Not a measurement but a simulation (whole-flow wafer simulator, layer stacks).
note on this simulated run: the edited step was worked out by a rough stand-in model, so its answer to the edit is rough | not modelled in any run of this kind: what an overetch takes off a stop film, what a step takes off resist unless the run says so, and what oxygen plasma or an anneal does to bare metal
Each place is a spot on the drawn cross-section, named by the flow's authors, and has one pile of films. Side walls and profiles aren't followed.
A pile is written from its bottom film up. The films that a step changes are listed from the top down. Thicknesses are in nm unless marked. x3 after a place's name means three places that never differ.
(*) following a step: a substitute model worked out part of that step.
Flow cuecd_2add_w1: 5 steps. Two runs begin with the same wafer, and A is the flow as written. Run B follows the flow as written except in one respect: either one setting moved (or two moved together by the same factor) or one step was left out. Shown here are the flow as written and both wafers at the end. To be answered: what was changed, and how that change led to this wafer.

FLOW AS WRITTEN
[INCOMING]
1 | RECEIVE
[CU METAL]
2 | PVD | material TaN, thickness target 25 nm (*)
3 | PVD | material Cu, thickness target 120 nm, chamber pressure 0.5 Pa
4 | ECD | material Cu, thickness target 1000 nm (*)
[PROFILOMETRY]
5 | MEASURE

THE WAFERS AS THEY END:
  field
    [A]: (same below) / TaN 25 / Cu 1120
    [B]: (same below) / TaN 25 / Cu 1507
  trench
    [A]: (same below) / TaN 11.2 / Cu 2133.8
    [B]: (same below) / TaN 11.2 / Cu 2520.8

Cause: step 4, ECD: thickness target 1387 nm was run, whereas the flow has thickness target 1000 nm.

Step by step, how the change led to this:
  4 | ECD | material Cu, thickness target 1000 nm (*)
      field: A Cu gains 1000 | B Cu gains 1387
      trench: A Cu gains 2080.2 | B Cu gains 2467.2
